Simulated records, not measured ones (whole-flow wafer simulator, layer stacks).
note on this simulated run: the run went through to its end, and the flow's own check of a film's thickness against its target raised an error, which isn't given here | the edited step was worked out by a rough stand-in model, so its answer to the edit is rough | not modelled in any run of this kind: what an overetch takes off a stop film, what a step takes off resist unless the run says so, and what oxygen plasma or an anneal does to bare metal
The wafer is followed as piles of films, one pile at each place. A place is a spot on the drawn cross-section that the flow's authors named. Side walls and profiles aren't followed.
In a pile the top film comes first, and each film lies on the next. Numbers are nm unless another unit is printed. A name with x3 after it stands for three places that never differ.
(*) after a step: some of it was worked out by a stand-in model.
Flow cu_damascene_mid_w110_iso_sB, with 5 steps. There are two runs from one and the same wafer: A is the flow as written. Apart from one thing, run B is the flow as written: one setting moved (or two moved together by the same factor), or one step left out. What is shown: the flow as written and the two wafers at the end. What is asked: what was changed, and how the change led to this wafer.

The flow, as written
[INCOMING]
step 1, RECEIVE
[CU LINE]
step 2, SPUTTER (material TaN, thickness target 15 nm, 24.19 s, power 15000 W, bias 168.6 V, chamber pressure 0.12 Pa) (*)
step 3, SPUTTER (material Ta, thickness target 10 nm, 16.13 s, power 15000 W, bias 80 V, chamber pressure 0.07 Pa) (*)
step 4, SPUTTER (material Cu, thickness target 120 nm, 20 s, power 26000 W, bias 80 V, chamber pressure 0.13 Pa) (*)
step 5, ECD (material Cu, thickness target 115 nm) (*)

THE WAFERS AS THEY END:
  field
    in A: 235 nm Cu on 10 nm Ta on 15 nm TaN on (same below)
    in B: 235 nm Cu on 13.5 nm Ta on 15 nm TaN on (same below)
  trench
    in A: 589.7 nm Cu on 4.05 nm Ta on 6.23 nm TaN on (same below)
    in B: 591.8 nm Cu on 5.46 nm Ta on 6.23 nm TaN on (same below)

Cause: step 3, SPUTTER: thickness target 13.5 nm was run, though the flow has thickness target 10 nm; step 3, SPUTTER: 21.78 s was run, where the flow has 16.13 s.
One can read it off the wafer: field has Ta 13.5, and step 3 as written asks for 10 nm.

Step by step, how the change led to this:
  step 3, SPUTTER (material Ta, thickness target 10 nm, 16.13 s, power 15000 W, bias 80 V, chamber pressure 0.07 Pa) (*)
      field: A Ta gains 10 (new film) | B Ta gains 13.5 (new film)
      trench: A Ta gains 4.05 (new film) | B Ta gains 5.46 (new film)
